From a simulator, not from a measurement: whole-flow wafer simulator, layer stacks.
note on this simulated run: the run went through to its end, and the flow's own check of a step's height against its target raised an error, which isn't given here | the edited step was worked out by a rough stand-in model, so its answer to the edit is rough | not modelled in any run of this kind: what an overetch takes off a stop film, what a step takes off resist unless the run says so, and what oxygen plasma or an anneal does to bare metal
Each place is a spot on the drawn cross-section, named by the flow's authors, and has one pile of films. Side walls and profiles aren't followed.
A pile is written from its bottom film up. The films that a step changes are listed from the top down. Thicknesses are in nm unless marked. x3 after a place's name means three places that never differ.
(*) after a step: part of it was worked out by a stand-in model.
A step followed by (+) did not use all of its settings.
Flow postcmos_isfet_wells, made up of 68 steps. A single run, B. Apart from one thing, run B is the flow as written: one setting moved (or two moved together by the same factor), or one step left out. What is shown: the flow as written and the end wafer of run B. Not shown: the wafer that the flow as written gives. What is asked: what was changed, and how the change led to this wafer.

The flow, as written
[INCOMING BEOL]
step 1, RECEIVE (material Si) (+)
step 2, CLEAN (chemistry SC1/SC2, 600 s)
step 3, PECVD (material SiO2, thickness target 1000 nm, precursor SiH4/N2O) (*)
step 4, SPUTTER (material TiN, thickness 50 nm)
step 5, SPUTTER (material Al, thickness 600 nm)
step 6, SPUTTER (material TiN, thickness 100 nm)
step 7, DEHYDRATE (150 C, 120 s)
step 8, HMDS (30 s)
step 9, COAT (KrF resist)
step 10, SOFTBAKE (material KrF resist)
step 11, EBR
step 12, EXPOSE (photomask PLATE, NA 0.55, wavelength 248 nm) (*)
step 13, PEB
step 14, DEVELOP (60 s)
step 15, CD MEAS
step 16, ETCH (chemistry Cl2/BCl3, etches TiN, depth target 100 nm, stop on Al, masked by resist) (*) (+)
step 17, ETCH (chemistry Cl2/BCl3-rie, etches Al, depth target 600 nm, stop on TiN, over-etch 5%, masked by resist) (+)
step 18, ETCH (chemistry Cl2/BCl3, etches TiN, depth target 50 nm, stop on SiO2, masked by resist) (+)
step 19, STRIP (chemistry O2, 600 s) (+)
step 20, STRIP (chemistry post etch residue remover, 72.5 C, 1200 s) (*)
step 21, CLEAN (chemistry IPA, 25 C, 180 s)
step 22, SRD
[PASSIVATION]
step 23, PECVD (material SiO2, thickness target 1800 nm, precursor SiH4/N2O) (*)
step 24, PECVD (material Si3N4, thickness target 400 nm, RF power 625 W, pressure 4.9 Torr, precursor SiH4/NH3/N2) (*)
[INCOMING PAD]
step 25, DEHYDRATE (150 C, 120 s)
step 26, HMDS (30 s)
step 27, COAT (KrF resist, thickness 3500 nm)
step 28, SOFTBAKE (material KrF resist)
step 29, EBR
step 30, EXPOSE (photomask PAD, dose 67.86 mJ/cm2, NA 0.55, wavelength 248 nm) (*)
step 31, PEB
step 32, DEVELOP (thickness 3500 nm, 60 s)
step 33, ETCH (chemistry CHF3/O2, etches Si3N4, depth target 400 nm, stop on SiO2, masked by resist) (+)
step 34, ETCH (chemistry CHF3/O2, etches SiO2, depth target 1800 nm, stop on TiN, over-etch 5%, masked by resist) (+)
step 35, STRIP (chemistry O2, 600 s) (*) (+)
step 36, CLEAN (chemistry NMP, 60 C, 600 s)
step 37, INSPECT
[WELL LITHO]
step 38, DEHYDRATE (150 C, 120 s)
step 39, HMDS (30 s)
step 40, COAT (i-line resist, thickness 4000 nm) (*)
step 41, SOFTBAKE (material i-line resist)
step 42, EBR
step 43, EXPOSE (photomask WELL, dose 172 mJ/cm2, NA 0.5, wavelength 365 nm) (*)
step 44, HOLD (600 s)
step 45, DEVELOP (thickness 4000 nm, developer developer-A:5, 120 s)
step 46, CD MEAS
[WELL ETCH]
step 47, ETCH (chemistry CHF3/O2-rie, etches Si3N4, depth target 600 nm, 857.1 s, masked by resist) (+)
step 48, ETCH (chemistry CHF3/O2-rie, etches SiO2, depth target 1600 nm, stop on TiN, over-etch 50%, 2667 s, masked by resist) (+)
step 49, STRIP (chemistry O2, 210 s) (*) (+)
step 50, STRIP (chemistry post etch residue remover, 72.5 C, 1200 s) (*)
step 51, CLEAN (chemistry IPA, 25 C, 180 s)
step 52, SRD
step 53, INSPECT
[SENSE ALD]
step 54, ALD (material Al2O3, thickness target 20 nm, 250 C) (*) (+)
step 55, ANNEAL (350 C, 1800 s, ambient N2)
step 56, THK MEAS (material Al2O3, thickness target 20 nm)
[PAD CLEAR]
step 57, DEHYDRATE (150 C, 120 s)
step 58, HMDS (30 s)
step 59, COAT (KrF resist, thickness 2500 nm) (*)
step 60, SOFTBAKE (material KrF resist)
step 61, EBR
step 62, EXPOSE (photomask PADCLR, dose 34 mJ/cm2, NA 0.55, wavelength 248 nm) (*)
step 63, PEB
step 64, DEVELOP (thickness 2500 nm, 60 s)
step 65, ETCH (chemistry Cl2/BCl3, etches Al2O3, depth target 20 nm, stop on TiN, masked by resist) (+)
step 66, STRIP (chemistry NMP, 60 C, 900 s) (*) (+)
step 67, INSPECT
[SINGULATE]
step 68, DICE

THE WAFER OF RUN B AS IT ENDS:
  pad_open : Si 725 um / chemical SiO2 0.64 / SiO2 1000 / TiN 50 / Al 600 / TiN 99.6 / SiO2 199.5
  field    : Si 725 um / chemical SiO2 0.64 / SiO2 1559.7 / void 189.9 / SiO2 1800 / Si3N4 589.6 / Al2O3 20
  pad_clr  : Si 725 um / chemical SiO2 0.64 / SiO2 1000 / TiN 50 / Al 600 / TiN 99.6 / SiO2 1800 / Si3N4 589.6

The reason: step 24, PECVD: thickness target 590 nm was run, while the flow as written has thickness target 400 nm.

How this came from the change, step by step:
  step 24, PECVD (material Si3N4, thickness target 400 nm, RF power 625 W, pressure 4.9 Torr, precursor SiH4/NH3/N2) (*)
      field, margin, well900, well1300 x3, pad_rim, pad_clr, pad_open: +590 Si3N4 (new film) (it would be, as written: +400 Si3N4 (new film))
  step 33, ETCH (chemistry CHF3/O2, etches Si3N4, depth target 400 nm, stop on SiO2, masked by resist) (+)
      pad_open: -400 Si3N4 (it would be, as written: -400 Si3N4 (all of it))
  step 34, ETCH (chemistry CHF3/O2, etches SiO2, depth target 1800 nm, stop on TiN, over-etch 5%, masked by resist) (+)
      pad_open: -190 Si3N4 (all of it), -1600.5 SiO2 (it would be, as written: -1800 SiO2 (all of it))
  step 47, ETCH (chemistry CHF3/O2-rie, etches Si3N4, depth target 600 nm, 857.1 s, masked by resist) (+)
      well900, well1300 x3: -590 Si3N4 (all of it), -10 SiO2 (it would be, as written: -400 Si3N4 (all of it), -200 SiO2)
  step 48, ETCH (chemistry CHF3/O2-rie, etches SiO2, depth target 1600 nm, stop on TiN, over-etch 50%, 2667 s, masked by resist) (+)
      well900, well1300 x3: -1790 SiO2 (all of it) (it would be, as written: -1600 SiO2 (all of it))
  step 59, COAT (KrF resist, thickness 2500 nm) (*)
      field: +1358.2 KrF resist (new film) (it would be, as written: +1449 KrF resist (new film))
      margin: +1358.1 KrF resist (new film) (it would be, as written: +1448.9 KrF resist (new film))
  step 63, PEB
      field, margin: -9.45 KrF resist (it would be, as written: -10.1 KrF resist)
  step 66, STRIP (chemistry NMP, 60 C, 900 s) (*) (+)
      field: -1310 KrF resist (all of it) (it would be, as written: -1400.1 KrF resist (all of it))
      margin: -1309.9 KrF resist (all of it) (it would be, as written: -1400.1 KrF resist (all of it))
